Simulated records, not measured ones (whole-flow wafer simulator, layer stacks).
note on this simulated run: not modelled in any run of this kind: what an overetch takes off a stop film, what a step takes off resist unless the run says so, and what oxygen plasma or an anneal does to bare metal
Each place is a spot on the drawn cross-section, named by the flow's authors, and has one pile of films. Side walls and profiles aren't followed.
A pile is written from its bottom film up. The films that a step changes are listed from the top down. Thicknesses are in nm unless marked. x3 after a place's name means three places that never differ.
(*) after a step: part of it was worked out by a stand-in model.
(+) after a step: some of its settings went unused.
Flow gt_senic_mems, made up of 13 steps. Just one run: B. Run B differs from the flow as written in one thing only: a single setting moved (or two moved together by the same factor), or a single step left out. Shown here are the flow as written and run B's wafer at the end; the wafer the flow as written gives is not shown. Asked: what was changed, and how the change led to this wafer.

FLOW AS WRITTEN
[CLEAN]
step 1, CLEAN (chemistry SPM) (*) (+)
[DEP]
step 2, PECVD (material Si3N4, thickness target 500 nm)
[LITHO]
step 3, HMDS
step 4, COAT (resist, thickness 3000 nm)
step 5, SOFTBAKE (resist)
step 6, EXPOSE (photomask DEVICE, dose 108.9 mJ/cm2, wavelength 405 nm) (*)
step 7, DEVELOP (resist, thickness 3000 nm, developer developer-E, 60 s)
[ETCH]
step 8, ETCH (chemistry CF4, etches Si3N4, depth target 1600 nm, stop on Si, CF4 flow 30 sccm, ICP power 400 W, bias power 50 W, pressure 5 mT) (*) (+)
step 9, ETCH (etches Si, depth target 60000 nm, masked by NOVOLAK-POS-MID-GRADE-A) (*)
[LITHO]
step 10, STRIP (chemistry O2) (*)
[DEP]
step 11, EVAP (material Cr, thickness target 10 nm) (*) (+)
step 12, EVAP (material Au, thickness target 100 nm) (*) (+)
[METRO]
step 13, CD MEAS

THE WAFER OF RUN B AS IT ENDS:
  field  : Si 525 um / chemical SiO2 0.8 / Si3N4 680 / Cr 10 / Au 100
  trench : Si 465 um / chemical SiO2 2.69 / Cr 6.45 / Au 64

Cause: step 2, PECVD: thickness target 680 nm was run, whereas the flow has thickness target 500 nm.
The wafer lets one read it off: field has Si3N4 680, and step 2 as written asks for 500 nm.

Step by step, how the change led to this:
  step 2, PECVD (material Si3N4, thickness target 500 nm)
      field, trench: Si3N4 gains 680 (new film) (it would be, as written: Si3N4 gains 500 (new film))
  step 8, ETCH (chemistry CF4, etches Si3N4, depth target 1600 nm, stop on Si, CF4 flow 30 sccm, ICP power 400 W, bias power 50 W, pressure 5 mT) (*) (+)
      field: resist loses 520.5 (it would be, as written: resist loses 400.5)
      trench: Si3N4 loses 680 (all of it), chemical SiO2 loses 0.8 (all of it) (it would be, as written: Si3N4 loses 500 (all of it), chemical SiO2 loses 0.8 (all of it))
  step 10, STRIP (chemistry O2) (*)
      field: resist loses 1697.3 (all of it) (it would be, as written: resist loses 1817.3 (all of it))
